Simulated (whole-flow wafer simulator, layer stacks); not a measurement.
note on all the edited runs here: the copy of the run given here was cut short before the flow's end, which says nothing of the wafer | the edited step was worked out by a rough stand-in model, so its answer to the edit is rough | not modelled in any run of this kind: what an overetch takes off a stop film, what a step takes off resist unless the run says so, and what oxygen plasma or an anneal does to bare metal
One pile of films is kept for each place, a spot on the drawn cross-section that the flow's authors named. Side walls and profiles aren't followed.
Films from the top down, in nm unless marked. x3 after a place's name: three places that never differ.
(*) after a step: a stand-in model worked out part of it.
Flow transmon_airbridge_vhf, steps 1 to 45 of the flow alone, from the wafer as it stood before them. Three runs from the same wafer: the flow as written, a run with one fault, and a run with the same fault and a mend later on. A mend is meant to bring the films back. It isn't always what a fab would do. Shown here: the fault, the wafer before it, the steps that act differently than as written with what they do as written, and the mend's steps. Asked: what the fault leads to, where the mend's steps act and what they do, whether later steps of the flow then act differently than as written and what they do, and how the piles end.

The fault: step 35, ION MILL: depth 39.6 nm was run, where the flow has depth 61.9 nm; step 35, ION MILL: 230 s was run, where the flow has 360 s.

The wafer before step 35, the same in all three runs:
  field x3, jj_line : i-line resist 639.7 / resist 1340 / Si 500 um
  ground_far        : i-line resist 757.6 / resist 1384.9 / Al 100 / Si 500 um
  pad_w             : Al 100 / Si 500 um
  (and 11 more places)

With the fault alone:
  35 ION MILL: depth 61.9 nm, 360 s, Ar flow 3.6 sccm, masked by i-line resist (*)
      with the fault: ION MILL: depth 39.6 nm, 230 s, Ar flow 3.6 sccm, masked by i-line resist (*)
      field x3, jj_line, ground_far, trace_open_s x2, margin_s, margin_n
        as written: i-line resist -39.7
        with the fault: i-line resist -25.4
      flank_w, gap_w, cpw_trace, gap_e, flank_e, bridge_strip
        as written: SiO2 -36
        with the fault: SiO2 -23
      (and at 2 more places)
  Later steps of the flow that act differently than as written (3 more steps differ only slightly, by at most 2% or 0.5 nm, whichever is larger, and aren't shown):
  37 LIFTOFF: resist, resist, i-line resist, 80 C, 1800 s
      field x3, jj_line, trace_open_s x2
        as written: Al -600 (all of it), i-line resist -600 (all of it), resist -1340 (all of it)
        with the fault: Al -600 (all of it), i-line resist -614.3 (all of it), resist -1340 (all of it)
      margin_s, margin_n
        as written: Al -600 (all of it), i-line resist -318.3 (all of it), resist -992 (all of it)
        with the fault: Al -600 (all of it), i-line resist -332.6 (all of it), resist -992 (all of it)
  At the end the piles differ from the flow's by more than 2% or 0.5 nm, whichever is larger, at pad_w, pad_e.
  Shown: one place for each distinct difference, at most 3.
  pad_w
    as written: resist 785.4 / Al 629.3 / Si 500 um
    with the fault: resist 781.8 / Al 651.8 / Si 500 um

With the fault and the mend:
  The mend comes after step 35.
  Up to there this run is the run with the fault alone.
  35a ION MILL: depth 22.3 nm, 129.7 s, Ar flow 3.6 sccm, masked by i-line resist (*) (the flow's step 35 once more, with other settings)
      field x3, jj_line, ground_far, trace_open_s x2, margin_s, margin_n
        i-line resist -14.3
      flank_w, gap_w, cpw_trace, gap_e, flank_e, bridge_strip
        SiO2 -13
      pad_w, pad_e
        Al -22.3
  No later step of the flow acts differently than as written at any place that is followed.
  At the end the piles differ from the flow's only slightly at the places that both follow, by at most 2% or 0.5 nm, whichever is larger.
